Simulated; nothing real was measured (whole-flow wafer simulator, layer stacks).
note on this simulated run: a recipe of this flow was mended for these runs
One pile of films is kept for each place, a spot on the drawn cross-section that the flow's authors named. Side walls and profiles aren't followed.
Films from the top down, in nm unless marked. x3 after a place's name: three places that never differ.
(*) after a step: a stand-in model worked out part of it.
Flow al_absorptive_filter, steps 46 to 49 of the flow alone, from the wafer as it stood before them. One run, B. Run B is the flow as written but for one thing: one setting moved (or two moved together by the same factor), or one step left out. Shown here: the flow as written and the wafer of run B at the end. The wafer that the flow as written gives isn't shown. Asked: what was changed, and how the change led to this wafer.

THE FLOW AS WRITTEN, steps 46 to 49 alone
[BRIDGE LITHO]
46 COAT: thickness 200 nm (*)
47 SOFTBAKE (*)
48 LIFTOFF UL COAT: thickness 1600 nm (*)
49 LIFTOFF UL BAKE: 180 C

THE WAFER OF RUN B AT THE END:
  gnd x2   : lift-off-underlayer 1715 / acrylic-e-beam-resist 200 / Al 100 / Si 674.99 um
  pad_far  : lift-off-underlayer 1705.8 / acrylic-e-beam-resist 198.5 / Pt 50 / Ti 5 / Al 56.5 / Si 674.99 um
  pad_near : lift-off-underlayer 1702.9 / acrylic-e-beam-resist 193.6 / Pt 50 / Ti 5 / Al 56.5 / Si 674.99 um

The cause: step 48, LIFTOFF UL COAT: thickness 1715 nm was run, where the flow has thickness 1600 nm.
It can be read off the wafer: gnd x2 has lift-off-underlayer 1715, and step 48 as written asks for 1600 nm.

How the change led to this, step by step:
  48 LIFTOFF UL COAT: thickness 1600 nm (*)
      gnd x2, idc_field: lift-off-underlayer +1715 (new film) (as written it would be: lift-off-underlayer +1600 (new film))
      pad_far: lift-off-underlayer +1705.8 (new film) (as written it would be: lift-off-underlayer +1591.1 (new film))
      (and at 10 more places)
